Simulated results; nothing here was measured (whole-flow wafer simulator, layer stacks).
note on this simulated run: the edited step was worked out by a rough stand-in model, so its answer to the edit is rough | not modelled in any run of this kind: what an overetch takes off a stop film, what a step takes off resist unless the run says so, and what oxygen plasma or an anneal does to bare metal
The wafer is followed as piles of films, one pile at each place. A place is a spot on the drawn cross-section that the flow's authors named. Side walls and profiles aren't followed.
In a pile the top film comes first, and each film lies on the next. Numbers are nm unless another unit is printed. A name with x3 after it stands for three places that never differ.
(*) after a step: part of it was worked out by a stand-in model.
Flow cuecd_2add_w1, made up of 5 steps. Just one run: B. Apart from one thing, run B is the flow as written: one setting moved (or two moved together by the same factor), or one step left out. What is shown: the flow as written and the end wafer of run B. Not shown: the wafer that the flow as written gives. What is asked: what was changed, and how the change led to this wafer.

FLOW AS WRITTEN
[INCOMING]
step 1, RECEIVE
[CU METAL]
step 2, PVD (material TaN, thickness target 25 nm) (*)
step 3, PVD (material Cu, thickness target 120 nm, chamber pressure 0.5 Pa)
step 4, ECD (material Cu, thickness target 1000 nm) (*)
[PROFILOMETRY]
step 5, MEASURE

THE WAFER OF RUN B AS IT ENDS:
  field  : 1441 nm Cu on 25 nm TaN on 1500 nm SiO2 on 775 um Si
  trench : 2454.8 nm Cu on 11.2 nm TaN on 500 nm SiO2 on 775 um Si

Cause: step 4, ECD: thickness target 1321 nm was run, while the flow as written has thickness target 1000 nm.

The path from the change to this, step by step:
  step 4, ECD (material Cu, thickness target 1000 nm) (*)
      field: +1321 Cu (as written it would have been: +1000 Cu)
      trench: +2401.2 Cu (as written it would have been: +2080.2 Cu)
